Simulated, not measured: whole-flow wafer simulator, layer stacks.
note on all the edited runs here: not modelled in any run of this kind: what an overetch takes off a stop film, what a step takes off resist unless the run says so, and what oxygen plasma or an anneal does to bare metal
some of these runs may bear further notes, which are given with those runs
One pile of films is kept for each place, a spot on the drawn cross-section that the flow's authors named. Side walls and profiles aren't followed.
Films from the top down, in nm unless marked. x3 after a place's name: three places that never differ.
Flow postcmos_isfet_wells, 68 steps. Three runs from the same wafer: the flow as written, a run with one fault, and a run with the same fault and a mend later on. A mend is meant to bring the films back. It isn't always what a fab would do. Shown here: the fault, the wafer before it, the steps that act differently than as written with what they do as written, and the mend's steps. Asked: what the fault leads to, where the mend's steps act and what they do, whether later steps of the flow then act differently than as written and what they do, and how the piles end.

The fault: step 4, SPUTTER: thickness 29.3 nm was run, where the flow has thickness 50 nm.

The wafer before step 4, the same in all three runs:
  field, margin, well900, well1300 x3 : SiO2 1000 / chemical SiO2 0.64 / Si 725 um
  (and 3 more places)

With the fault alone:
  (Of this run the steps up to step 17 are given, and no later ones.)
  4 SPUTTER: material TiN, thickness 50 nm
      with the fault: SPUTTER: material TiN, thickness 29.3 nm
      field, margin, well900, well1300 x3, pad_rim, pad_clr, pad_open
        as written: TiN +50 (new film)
        with the fault: TiN +29.3 (new film)
  No later step of the flow up to step 17 acts differently than as written at any place that is followed.
  After step 17 the piles differ from the flow's by more than 2% or 0.5 nm, whichever is larger, at field, margin, well900, well1300 x3, pad_rim, pad_clr, pad_open.
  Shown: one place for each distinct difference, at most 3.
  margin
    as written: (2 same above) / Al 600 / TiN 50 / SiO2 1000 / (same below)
    with the fault: (2 same above) / Al 600 / TiN 29.3 / SiO2 1000 / (same below)
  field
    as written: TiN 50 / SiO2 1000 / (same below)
    with the fault: TiN 29.3 / SiO2 1000 / (same below)

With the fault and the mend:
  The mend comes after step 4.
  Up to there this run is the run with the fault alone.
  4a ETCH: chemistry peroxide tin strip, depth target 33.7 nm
      field, margin, well900, well1300 x3, pad_rim, pad_clr, pad_open
        TiN -29.3 (all of it)
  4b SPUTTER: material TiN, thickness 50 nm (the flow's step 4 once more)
      field, margin, well900, well1300 x3, pad_rim, pad_clr, pad_open
        TiN +50 (new film)
  No later step of the flow acts differently than as written at any place that is followed.
  At the end the piles are the same as the flow's at every place that both follow.
